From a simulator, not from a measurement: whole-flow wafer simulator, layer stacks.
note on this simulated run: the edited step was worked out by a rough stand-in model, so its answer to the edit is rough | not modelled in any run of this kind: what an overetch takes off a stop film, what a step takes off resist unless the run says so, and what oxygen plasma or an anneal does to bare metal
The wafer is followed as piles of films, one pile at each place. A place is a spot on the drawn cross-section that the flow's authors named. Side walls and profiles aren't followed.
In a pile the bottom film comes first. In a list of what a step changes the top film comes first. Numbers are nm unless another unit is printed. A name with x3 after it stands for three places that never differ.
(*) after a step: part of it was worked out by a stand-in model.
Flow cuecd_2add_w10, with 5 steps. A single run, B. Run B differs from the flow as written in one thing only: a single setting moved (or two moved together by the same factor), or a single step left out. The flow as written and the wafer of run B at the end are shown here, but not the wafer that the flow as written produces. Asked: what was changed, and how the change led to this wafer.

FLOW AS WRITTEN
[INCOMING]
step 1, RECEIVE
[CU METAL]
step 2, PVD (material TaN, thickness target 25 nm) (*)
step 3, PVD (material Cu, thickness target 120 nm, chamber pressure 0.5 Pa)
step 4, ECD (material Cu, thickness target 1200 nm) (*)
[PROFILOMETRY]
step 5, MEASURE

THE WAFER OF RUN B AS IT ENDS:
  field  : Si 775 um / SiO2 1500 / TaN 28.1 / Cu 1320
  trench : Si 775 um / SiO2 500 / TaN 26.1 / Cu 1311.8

The reason: step 2, PVD: thickness target 28.1 nm was run, whereas the flow has thickness target 25 nm.
The wafer itself shows it: field has TaN 28.1, and step 2 as written asks for 25 nm.

The path from the change to this, step by step:
  step 2, PVD (material TaN, thickness target 25 nm) (*)
      field: TaN gains 28.1 (new film) (as written it would have been: TaN gains 25 (new film))
      trench: TaN gains 26.1 (new film) (as written it would have been: TaN gains 23.2 (new film))
